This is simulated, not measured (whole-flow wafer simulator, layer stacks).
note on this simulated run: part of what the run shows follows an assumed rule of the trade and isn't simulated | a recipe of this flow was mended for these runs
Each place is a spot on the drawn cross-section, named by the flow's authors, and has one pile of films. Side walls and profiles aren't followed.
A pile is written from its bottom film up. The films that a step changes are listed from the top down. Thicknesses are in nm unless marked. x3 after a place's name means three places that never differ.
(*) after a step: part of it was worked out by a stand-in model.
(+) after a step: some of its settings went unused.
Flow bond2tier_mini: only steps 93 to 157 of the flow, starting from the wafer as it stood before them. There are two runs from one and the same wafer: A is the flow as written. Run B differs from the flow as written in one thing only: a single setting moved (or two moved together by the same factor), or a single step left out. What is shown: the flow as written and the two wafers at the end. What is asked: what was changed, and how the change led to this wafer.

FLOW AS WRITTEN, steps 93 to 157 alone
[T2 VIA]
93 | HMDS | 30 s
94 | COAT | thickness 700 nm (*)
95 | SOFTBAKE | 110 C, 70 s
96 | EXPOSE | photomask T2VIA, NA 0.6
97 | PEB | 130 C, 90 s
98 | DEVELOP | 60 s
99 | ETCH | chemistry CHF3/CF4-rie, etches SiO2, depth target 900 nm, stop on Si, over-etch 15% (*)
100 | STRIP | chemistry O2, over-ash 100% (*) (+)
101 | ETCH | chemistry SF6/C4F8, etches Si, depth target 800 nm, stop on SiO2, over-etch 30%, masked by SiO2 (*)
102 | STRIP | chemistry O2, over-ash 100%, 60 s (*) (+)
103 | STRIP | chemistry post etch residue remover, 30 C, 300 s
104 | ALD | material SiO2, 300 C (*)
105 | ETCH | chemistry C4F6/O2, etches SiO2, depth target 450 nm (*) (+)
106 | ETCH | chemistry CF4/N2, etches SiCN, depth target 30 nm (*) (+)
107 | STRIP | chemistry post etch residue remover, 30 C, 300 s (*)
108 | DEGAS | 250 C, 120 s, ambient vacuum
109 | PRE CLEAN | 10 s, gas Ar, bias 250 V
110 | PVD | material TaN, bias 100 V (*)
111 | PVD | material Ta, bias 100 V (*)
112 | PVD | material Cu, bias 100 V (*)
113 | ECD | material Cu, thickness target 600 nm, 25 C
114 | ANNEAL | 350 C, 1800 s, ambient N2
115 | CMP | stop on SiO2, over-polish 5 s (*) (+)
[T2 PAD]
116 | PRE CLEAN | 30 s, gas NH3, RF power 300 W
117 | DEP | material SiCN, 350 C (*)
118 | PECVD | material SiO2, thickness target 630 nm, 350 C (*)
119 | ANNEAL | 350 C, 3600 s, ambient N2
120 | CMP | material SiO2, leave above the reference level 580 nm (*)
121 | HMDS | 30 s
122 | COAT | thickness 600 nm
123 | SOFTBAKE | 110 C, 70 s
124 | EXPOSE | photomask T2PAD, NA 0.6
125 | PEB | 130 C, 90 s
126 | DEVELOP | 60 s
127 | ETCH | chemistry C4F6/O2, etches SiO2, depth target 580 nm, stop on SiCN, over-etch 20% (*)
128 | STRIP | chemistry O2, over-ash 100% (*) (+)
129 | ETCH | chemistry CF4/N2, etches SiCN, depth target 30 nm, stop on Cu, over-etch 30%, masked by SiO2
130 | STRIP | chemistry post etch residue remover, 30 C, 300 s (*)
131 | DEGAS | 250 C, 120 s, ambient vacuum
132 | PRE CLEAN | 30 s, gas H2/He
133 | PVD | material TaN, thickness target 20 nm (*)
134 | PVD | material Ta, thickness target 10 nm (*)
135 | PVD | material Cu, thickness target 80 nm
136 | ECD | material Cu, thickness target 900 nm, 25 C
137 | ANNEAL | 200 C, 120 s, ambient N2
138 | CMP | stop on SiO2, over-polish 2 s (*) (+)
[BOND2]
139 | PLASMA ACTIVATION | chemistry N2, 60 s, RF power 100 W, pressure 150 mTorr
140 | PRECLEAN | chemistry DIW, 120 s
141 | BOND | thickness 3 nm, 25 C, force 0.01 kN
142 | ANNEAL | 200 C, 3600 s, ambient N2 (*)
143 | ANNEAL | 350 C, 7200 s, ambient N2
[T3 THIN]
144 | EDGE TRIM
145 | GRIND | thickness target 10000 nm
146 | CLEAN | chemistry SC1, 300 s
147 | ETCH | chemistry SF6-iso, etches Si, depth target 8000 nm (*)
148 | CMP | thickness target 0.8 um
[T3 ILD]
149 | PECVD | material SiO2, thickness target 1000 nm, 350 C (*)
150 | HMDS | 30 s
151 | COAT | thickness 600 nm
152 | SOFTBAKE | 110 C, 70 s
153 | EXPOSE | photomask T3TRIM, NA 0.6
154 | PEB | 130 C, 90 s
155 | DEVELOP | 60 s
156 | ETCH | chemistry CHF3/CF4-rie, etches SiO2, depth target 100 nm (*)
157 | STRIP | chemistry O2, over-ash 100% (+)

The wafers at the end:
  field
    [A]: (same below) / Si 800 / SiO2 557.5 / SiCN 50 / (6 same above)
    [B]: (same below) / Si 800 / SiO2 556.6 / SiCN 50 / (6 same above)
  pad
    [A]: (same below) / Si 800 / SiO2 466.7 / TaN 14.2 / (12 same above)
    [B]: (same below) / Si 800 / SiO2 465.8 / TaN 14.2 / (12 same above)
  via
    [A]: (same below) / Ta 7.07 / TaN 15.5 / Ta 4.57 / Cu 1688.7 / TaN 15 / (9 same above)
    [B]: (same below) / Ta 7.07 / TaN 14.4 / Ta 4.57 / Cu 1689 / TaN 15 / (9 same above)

The reason: step 109, PRE CLEAN: 13 s was run, though the flow has 10 s.

How this came from the change, step by step:
  109 | PRE CLEAN | 10 s, gas Ar, bias 250 V
      field, pad: A SiO2 loses 3 | B SiO2 loses 3.9
      via: A TaN loses 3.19 | B TaN loses 4.35
